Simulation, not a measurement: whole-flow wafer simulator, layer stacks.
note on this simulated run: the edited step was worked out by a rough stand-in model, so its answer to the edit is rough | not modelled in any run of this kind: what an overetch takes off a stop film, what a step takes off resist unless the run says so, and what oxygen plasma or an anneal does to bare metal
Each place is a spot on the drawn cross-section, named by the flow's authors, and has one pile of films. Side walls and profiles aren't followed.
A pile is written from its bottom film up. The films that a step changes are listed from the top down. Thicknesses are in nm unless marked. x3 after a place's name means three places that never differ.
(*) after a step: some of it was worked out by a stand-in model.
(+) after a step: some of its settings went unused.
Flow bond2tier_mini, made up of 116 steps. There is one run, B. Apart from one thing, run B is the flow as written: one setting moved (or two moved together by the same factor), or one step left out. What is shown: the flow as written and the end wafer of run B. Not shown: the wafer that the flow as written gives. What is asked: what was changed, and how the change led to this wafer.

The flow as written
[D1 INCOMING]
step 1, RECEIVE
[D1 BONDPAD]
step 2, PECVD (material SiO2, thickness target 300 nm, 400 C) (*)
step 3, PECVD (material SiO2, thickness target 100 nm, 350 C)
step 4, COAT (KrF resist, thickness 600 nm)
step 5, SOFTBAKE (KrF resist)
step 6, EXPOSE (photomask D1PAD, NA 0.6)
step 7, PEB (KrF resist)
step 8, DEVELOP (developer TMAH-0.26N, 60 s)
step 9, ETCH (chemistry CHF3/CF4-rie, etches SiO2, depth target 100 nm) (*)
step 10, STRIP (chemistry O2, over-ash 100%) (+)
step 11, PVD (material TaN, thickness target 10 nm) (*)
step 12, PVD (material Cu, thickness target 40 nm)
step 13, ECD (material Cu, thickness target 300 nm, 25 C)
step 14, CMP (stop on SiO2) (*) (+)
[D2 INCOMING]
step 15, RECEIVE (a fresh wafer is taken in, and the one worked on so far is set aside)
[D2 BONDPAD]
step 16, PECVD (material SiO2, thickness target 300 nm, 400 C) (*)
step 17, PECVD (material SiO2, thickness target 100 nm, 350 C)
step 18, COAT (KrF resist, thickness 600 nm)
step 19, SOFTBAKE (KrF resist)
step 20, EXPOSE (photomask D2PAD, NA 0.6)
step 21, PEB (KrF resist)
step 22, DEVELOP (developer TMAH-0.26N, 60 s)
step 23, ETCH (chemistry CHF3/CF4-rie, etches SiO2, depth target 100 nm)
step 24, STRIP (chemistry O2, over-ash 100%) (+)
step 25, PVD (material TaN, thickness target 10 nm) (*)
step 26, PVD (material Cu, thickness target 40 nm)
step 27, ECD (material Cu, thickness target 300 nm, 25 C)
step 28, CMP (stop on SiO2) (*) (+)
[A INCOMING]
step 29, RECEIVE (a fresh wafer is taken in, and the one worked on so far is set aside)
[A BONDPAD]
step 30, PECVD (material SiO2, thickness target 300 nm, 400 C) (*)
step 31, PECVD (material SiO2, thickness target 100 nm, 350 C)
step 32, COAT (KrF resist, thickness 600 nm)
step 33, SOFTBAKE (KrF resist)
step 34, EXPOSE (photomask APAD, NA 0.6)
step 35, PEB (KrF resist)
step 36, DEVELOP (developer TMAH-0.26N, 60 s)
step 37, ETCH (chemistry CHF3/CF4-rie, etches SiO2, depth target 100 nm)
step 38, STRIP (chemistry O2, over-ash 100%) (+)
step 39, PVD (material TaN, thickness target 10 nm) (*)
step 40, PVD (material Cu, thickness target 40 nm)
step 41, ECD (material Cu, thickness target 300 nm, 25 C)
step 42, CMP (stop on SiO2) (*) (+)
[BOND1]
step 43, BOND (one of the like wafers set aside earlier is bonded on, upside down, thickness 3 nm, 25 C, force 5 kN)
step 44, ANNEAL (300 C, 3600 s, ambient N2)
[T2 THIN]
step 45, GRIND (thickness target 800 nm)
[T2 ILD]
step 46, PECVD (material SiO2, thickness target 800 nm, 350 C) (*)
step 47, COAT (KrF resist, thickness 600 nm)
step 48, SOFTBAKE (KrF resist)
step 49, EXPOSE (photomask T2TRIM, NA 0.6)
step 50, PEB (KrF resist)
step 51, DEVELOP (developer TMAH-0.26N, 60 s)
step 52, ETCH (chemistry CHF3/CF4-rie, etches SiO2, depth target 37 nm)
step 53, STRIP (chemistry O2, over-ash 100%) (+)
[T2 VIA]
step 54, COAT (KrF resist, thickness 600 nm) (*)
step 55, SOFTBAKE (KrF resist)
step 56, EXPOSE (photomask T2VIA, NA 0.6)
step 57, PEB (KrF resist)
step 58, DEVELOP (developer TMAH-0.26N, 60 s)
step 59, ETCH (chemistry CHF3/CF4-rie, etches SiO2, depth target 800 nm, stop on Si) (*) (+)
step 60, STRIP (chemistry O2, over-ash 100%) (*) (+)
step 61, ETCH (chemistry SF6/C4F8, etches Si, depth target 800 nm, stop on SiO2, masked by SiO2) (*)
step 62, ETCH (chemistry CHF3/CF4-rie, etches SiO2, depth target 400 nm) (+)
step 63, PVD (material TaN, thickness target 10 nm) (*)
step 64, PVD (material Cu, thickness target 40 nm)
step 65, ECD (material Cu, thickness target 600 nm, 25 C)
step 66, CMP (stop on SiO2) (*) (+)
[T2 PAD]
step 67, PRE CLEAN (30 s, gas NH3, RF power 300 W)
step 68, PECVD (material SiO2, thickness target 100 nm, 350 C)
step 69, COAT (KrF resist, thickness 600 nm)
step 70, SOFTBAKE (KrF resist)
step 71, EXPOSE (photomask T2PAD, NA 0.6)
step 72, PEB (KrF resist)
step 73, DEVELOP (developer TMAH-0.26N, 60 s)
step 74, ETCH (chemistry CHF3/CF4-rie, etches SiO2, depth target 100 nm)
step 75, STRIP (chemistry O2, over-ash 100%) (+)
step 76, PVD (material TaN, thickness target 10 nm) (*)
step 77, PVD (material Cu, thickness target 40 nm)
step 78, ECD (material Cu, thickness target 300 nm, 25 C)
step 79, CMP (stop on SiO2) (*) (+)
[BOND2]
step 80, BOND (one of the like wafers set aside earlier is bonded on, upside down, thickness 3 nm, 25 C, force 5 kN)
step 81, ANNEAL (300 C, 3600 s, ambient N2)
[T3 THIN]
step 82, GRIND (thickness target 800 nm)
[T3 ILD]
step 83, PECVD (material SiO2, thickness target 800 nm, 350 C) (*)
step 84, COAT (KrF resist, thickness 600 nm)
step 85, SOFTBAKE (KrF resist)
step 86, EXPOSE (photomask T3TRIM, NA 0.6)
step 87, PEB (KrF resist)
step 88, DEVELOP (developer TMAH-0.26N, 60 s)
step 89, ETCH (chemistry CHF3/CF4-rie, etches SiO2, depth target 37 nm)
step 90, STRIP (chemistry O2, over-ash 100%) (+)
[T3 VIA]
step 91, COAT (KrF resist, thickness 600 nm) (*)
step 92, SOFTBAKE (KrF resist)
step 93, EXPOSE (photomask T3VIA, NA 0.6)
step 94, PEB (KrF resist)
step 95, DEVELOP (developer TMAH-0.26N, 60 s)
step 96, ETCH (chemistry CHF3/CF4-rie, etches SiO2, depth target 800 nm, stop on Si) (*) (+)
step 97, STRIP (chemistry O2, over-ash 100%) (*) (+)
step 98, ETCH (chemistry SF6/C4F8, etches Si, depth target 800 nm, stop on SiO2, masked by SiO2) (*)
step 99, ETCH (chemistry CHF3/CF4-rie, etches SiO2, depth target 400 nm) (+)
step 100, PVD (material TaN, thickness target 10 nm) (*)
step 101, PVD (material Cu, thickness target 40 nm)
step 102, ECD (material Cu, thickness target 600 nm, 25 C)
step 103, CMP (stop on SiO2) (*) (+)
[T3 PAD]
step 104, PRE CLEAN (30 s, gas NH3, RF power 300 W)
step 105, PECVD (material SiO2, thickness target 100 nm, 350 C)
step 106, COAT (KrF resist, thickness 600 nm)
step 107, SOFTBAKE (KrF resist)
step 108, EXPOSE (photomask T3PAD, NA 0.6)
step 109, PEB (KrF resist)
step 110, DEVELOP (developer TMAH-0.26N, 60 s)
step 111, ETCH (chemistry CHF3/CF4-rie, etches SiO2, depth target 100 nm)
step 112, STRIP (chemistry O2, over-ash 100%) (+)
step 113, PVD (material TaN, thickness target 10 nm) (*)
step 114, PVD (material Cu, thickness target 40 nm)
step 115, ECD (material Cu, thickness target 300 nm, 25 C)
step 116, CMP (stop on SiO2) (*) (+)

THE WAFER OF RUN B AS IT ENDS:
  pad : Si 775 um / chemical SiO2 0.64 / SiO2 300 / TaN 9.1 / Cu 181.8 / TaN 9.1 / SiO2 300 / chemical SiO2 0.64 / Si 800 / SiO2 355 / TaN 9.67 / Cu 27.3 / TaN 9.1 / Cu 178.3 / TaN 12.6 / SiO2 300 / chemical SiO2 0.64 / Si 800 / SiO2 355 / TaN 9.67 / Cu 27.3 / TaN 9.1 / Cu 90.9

What caused this: step 25, PVD: thickness target 13.8 nm was run, while the flow as written has thickness target 10 nm.

How this came from the change, step by step:
  step 25, PVD (material TaN, thickness target 10 nm) (*)
      field: TaN gains 13.8 (new film) (in the flow as written it would be: TaN gains 10 (new film))
      pad: TaN gains 12.6 (new film) (in the flow as written it would be: TaN gains 9.1 (new film))
      (and at 1 other place as well)
  step 28, CMP (stop on SiO2) (*) (+)
      field: Cu loses 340 (all of it), TaN loses 13.8 (all of it) (in the flow as written it would be: Cu loses 340 (all of it), TaN loses 10 (all of it))
  step 80, BOND (one of the like wafers set aside earlier is bonded on, upside down, thickness 3 nm, 25 C, force 5 kN)
      pad: Si gains 775 um (new film), chemical SiO2 gains 0.64 (new film), SiO2 gains 300 (new film), TaN gains 12.6 (new film), Cu gains 87.4 (in the flow as written it would be: Si gains 775 um (new film), chemical SiO2 gains 0.64 (new film), SiO2 gains 300 (new film), TaN gains 9.1 (new film), Cu gains 90.9)
